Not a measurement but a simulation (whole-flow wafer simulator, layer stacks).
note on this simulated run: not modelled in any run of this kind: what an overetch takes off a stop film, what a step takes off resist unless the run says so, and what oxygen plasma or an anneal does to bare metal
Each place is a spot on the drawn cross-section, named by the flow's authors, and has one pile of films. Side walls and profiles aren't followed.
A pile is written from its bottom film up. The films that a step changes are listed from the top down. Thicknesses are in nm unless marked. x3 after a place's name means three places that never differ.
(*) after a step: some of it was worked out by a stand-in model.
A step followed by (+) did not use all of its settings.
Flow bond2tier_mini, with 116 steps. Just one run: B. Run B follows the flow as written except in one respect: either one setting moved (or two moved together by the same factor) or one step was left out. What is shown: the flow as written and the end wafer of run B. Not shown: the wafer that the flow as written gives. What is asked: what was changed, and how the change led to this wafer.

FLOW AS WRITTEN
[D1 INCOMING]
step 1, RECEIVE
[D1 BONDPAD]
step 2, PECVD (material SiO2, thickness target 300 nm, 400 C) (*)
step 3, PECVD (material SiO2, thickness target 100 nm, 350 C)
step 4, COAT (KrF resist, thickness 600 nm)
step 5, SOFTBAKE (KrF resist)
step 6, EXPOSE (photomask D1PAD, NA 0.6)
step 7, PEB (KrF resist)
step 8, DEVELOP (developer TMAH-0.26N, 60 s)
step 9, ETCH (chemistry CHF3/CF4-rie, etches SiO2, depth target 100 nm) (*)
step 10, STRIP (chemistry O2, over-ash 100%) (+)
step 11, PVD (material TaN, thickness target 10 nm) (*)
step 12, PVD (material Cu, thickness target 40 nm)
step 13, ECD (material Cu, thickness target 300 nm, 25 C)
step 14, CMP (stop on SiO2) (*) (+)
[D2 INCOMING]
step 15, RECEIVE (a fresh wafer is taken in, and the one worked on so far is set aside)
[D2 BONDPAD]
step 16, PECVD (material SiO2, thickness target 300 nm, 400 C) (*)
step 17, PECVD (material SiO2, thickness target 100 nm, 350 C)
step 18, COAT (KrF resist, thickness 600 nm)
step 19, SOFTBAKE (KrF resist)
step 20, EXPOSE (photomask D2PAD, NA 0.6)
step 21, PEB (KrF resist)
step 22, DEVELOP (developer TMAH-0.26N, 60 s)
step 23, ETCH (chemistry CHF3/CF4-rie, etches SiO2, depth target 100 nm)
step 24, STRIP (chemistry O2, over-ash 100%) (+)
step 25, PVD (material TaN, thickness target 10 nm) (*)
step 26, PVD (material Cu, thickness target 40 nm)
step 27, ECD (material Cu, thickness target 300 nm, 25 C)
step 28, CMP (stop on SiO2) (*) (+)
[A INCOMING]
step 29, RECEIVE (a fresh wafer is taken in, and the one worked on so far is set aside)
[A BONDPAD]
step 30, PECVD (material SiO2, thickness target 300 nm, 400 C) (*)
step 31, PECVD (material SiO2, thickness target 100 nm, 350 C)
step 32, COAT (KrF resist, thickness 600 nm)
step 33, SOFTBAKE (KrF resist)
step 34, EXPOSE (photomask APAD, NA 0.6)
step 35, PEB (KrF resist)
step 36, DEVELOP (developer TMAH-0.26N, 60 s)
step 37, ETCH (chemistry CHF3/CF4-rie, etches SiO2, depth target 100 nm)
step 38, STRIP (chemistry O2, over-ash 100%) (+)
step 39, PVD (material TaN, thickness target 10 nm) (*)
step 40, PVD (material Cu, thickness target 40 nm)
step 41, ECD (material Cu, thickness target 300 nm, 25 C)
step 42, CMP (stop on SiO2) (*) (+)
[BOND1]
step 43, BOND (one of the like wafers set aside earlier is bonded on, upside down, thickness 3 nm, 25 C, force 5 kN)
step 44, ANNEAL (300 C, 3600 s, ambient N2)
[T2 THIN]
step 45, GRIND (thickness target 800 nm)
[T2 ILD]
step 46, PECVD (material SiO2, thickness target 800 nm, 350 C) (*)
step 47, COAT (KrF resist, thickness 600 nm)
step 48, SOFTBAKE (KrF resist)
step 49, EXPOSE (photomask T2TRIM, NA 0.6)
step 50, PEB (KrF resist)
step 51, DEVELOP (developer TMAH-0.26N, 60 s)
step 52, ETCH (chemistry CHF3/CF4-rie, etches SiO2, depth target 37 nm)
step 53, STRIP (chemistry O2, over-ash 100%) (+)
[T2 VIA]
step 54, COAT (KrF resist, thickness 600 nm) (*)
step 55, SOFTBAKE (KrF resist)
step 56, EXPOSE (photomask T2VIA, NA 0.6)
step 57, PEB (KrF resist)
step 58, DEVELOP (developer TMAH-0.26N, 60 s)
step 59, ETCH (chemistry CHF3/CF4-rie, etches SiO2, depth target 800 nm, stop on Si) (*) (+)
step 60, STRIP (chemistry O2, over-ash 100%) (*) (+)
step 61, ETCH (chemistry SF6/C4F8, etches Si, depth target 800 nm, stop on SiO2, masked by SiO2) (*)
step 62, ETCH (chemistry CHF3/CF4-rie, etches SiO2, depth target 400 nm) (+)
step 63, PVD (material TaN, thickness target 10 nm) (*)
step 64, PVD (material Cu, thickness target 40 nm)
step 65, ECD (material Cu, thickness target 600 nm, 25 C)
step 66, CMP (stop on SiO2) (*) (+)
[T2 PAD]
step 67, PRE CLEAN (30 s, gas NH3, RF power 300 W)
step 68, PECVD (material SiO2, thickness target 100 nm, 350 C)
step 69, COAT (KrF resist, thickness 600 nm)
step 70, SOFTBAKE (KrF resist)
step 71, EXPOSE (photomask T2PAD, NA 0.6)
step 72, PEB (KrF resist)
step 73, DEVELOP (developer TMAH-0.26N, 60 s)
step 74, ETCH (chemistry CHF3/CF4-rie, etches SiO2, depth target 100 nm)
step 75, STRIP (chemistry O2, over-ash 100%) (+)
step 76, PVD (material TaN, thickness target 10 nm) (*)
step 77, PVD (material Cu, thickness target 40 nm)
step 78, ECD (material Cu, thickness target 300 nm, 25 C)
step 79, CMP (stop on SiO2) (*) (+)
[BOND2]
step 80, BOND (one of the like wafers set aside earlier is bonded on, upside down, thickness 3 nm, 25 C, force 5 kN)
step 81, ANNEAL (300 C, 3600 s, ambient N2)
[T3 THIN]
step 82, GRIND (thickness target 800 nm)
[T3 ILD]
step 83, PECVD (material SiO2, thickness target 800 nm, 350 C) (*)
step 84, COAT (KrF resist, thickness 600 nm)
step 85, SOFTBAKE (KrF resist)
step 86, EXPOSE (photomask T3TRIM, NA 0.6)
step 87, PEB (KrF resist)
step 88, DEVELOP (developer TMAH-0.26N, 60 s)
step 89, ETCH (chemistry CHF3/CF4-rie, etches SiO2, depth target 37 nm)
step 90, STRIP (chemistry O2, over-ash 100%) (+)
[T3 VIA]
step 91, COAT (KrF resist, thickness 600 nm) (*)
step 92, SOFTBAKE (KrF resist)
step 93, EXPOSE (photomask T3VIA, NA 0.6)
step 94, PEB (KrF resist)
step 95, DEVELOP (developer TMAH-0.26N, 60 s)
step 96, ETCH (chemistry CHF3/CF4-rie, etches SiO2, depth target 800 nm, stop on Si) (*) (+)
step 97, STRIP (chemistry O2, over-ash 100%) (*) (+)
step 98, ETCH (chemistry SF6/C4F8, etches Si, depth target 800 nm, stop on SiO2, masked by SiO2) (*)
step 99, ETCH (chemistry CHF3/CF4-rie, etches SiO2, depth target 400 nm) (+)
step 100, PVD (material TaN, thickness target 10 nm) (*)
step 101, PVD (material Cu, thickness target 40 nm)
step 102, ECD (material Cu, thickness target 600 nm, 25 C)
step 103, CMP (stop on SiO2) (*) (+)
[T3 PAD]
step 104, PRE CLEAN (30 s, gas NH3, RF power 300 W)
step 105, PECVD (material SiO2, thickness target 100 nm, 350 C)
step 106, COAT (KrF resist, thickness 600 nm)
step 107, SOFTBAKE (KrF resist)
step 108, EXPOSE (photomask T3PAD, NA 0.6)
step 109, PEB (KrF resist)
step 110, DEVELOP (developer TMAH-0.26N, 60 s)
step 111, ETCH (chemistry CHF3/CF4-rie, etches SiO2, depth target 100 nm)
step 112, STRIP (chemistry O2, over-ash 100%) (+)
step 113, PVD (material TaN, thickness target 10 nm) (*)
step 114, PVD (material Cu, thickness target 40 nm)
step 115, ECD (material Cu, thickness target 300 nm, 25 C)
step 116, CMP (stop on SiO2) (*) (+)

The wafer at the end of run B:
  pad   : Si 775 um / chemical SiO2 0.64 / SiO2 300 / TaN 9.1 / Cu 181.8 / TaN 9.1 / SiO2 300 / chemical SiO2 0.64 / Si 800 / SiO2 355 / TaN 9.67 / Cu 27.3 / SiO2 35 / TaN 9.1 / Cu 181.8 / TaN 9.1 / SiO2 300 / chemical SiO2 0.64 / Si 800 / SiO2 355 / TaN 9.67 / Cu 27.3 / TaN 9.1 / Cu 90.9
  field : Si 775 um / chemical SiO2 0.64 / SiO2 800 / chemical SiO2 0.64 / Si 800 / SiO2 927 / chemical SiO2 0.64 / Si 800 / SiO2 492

Cause: step 68, PECVD: thickness target 135 nm was run, while the flow as written has thickness target 100 nm.

Step by step, how the change led to this:
  step 68, PECVD (material SiO2, thickness target 100 nm, 350 C)
      field: +135 SiO2 (in the flow as written it would be: +100 SiO2)
      pad: +135 SiO2 (new film) (in the flow as written it would be: +100 SiO2 (new film))
  step 74, ETCH (chemistry CHF3/CF4-rie, etches SiO2, depth target 100 nm)
      pad: -100 SiO2 (in the flow as written it would be: -100 SiO2 (all of it))
With metal films that touch counted as one body, pad has 4 bodies (between them, from the top down: SiO2 355 / Si 800 / chemical SiO2 0.64 / SiO2 300; SiO2 35; SiO2 355 / Si 800 / chemical SiO2 0.64 / SiO2 300); the flow as written gives 3 bodies (between them, from the top down: SiO2 355 / Si 800 / chemical SiO2 0.64 / SiO2 300; SiO2 355 / Si 800 / chemical SiO2 0.64 / SiO2 300).
